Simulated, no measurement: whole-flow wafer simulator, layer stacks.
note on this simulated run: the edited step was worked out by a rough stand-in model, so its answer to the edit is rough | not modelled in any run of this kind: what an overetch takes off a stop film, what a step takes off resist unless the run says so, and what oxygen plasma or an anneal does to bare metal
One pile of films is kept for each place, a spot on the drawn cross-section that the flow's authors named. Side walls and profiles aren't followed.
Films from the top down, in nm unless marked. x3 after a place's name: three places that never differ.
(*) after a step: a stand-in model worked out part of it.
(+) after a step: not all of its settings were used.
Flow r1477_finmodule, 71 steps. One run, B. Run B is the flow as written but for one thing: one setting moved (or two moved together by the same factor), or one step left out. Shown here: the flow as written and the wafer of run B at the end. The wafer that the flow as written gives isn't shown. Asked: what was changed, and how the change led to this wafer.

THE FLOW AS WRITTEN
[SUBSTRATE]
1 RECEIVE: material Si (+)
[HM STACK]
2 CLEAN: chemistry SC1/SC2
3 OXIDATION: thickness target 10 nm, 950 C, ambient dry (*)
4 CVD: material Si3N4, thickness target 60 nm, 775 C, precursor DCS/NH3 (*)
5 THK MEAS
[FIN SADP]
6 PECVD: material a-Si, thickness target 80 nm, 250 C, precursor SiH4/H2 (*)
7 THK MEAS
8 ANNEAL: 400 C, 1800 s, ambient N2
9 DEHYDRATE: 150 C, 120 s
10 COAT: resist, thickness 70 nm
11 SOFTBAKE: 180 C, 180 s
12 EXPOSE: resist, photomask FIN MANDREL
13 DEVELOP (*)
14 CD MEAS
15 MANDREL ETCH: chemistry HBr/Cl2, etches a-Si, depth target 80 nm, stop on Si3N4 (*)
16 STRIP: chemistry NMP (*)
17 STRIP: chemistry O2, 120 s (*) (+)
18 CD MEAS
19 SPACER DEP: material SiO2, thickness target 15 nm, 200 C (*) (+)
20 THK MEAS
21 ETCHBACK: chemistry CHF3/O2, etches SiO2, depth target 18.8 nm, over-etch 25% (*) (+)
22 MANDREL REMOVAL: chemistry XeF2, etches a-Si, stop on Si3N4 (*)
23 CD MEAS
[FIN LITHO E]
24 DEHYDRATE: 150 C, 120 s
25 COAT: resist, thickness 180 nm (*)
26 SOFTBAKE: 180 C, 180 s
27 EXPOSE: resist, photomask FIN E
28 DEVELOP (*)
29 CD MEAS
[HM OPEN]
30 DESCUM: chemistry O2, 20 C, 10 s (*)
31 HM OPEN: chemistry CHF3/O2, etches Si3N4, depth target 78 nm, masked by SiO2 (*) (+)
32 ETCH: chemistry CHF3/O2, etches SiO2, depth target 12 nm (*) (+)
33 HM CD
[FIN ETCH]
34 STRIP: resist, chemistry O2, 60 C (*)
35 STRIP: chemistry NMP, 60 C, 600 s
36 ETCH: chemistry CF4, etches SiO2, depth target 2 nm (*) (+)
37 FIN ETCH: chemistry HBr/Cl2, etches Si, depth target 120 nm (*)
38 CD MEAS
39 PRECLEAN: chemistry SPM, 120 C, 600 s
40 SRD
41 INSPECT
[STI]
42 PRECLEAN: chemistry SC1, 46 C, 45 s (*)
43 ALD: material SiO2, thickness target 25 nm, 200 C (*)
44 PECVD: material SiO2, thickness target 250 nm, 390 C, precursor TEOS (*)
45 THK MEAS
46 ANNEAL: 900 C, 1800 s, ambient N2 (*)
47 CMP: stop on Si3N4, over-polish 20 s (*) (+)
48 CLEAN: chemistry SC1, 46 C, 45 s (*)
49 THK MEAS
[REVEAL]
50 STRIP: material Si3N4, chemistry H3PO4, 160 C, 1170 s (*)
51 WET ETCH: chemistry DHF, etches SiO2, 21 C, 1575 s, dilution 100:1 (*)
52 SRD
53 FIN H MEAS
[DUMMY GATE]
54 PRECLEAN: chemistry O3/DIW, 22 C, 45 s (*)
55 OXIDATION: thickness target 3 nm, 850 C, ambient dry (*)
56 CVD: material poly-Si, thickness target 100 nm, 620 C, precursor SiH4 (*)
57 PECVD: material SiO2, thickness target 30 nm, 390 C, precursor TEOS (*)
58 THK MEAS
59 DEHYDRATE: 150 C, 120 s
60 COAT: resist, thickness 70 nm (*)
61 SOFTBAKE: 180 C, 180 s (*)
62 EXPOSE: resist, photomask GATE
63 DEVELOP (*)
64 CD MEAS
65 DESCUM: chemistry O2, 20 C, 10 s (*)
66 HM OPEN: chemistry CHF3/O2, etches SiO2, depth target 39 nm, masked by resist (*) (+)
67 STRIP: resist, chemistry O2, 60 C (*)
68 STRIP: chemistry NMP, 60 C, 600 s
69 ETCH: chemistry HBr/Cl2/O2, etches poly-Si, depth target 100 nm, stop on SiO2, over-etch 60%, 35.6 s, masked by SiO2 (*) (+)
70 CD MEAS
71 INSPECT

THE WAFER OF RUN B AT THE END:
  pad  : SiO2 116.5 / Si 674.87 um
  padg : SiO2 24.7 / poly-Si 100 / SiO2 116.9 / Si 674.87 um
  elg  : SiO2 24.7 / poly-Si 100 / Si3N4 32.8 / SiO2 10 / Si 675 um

The cause: step 51, WET ETCH: 1323 s was run, where the flow has 1575 s.

How the change led to this, step by step:
  51 WET ETCH: chemistry DHF, etches SiO2, 21 C, 1575 s, dilution 100:1 (*)
      pad, padg, e40sg and 12 more: SiO2 -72 (as written it would be: SiO2 -85.7)
      elg, e40lg, e100lg, e200lg, elo, e40lo, e100lo, e200lo: SiO2 -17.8 (all of it), Si3N4 -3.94 (as written it would be: SiO2 -17.8 (all of it), Si3N4 -4.97)
      (and at 7 more places)
  56 CVD: material poly-Si, thickness target 100 nm, 620 C, precursor SiH4 (*)
      s40cg, s40co: poly-Si +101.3 (new film) (as written it would be: poly-Si +113.9 (new film))
      s45cg, s45co: poly-Si +100.7 (new film) (as written it would be: poly-Si +113.4 (new film))
      (and at 3 more places)
  60 COAT: resist, thickness 70 nm (*)
      e40sg, eso, e40so: resist +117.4 (new film) (as written it would be: resist +129.5 (new film))
      e100sg, e100so: resist +117.4 (new film) (as written it would be: resist +129.4 (new film))
      (and at 8 more places)
  63 DEVELOP (*)
      eso, e40so: resist -117.4 (all of it) (as written it would be: resist -129.5 (all of it))
      e100so: resist -117.4 (all of it) (as written it would be: resist -129.4 (all of it))
      (and at 4 more places)
  67 STRIP: resist, chemistry O2, 60 C (*)
      e40lg, e100lg, e200lg: resist -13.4 (all of it) (as written it would be: resist -12.8 (all of it))
      e40sg: resist -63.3 (all of it) (as written it would be: resist -75.4 (all of it))
      (and at 6 more places)
  69 ETCH: chemistry HBr/Cl2/O2, etches poly-Si, depth target 100 nm, stop on SiO2, over-etch 60%, 35.6 s, masked by SiO2 (*) (+)
      s40co: chemical SiO2 -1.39 (all of it), poly-Si -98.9 (all of it), SiO2 -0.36 (as written it would be: chemical SiO2 -1.46 (all of it), poly-Si -111.5 (all of it), SiO2 -0.24)
      s45co: chemical SiO2 -1.39 (all of it), poly-Si -98.3 (all of it), SiO2 -0.38 (as written it would be: chemical SiO2 -1.46 (all of it), poly-Si -110.9 (all of it), SiO2 -0.25)
      (and at 1 more place)
